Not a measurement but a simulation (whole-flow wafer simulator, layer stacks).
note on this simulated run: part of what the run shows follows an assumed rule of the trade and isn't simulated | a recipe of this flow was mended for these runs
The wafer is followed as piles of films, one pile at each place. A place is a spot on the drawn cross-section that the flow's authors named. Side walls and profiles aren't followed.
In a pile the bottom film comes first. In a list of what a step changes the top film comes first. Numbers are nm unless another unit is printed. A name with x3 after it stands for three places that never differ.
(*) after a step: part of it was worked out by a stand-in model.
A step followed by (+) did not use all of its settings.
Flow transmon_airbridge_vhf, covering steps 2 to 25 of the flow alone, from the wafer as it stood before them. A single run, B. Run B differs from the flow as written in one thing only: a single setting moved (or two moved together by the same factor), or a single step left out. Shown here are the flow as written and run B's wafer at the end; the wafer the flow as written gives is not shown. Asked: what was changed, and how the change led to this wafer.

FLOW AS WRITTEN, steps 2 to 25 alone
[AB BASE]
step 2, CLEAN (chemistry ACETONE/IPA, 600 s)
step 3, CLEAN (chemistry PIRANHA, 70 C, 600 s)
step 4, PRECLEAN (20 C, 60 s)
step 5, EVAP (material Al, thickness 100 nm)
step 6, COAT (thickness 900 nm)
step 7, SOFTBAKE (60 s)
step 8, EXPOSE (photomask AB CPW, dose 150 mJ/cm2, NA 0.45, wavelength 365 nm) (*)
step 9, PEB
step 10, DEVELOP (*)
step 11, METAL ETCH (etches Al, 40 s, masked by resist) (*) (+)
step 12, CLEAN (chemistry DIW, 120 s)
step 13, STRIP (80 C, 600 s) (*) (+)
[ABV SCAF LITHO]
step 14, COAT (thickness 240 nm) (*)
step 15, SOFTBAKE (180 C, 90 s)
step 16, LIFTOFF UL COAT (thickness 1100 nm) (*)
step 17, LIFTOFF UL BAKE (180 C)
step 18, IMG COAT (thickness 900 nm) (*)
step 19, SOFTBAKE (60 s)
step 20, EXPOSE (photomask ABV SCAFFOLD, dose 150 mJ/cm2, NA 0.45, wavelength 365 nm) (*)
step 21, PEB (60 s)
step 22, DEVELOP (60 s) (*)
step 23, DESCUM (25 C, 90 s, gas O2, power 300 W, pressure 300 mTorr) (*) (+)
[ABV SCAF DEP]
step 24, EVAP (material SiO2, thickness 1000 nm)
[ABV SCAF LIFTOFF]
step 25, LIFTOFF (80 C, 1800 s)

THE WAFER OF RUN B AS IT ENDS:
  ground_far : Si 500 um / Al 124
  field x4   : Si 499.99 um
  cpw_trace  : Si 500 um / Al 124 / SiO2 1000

What caused this: step 5, EVAP: thickness 124 nm was run, while the flow as written has thickness 100 nm; step 11, METAL ETCH: 50 s was run, where the flow has 40 s.
One can read it off the wafer: ground_far has Al 124, and step 5 as written asks for 100 nm.

The path from the change to this, step by step:
  step 5, EVAP (material Al, thickness 100 nm)
      field x4, ground_far, pad_w x2, flank_w x2, gap_w x2, cpw_trace, trace_open_s x2, margin_s x3: Al gains 124 (new film) (it would be, as written: Al gains 100 (new film))
  step 11, METAL ETCH (etches Al, 40 s, masked by resist) (*) (+)
      ground_far, pad_w x2, flank_w x2, cpw_trace, trace_open_s x2, margin_s x3: i-line-resist loses 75 (it would be, as written: i-line-resist loses 60)
      field x4, gap_w x2: Al loses 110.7 (all of it), Si loses 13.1 (it would be, as written: Al loses 86.7 (all of it), Si loses 11.1)
